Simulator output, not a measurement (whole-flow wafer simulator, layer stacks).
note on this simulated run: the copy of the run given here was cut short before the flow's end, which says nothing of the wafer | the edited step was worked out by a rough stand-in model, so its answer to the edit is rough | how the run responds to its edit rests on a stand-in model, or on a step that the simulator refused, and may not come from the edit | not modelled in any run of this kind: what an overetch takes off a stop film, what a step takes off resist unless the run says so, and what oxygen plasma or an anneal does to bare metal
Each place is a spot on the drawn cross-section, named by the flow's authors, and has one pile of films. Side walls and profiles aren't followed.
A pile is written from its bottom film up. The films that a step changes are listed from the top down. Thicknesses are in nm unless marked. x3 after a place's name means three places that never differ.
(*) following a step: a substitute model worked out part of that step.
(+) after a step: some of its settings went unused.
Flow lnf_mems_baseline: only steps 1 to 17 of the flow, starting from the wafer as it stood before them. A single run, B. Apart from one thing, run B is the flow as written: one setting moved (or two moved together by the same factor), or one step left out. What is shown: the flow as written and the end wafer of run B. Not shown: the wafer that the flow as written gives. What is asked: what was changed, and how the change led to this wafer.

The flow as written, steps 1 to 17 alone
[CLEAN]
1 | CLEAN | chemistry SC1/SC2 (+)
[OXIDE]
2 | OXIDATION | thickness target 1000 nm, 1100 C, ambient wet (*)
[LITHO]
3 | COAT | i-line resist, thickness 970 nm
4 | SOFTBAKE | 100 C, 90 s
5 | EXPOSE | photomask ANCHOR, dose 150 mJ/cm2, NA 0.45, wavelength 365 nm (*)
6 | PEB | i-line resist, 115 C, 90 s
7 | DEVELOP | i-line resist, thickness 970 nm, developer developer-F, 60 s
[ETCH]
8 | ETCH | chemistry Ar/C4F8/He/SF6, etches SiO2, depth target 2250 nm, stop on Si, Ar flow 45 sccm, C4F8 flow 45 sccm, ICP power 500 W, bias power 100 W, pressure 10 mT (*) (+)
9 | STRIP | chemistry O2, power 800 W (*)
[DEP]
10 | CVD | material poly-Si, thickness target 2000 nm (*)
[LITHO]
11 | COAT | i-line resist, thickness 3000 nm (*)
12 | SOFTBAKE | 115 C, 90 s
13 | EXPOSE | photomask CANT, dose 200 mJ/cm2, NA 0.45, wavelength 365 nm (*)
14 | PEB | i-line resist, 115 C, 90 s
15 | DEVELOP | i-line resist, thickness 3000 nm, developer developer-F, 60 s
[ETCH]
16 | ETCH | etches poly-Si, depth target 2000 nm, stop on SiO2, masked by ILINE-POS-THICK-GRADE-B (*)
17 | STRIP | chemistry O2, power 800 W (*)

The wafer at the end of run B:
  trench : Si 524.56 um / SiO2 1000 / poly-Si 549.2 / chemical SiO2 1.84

The reason: step 16, ETCH: depth target 1450 nm was run, though the flow has depth target 2000 nm.

Step by step, how the change led to this:
  16 | ETCH | etches poly-Si, depth target 2000 nm, stop on SiO2, masked by ILINE-POS-THICK-GRADE-B (*)
      trench, char_slit: poly-Si loses 1450 (as written it would have been: poly-Si loses 2000 (all of it))
      field, anchor, beam: i-line resist loses 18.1 (as written it would have been: i-line resist loses 25)
  17 | STRIP | chemistry O2, power 800 W (*)
      trench, char_slit: chemical SiO2 gains 1.84 (new film), poly-Si loses 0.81 (as written it would have been: nothing)
